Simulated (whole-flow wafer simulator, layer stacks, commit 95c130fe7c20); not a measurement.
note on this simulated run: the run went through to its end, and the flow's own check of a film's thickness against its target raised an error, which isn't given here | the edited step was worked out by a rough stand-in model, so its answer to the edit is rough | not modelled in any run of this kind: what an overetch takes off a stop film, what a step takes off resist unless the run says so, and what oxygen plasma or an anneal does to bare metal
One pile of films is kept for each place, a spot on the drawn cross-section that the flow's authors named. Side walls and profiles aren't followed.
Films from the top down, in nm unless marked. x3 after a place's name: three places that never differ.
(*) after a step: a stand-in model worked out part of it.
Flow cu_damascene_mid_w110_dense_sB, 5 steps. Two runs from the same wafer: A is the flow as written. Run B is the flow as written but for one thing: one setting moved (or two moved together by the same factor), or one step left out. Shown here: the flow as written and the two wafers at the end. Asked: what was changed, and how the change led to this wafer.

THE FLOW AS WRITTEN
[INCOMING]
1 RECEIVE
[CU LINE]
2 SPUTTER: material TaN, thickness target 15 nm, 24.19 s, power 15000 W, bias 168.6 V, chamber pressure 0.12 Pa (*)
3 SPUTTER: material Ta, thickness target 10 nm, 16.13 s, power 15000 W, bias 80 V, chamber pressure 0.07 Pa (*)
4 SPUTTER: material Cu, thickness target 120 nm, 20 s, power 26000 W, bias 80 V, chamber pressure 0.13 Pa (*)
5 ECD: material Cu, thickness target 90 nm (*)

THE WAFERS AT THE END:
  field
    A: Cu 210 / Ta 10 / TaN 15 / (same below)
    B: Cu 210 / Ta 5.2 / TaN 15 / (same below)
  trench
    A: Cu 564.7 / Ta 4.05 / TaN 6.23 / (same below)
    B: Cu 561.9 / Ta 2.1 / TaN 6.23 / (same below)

The cause: step 3, SPUTTER: thickness target 5.2 nm was run, where the flow has thickness target 10 nm; step 3, SPUTTER: 8.47 s was run, where the flow has 16.13 s.
It can be read off the wafer: field has Ta 5.2, and step 3 as written asks for 10 nm.

How the change led to this, step by step:
  3 SPUTTER: material Ta, thickness target 10 nm, 16.13 s, power 15000 W, bias 80 V, chamber pressure 0.07 Pa (*)
      field: A Ta +10 (new film) | B Ta +5.2 (new film)
      trench: A Ta +4.05 (new film) | B Ta +2.1 (new film)
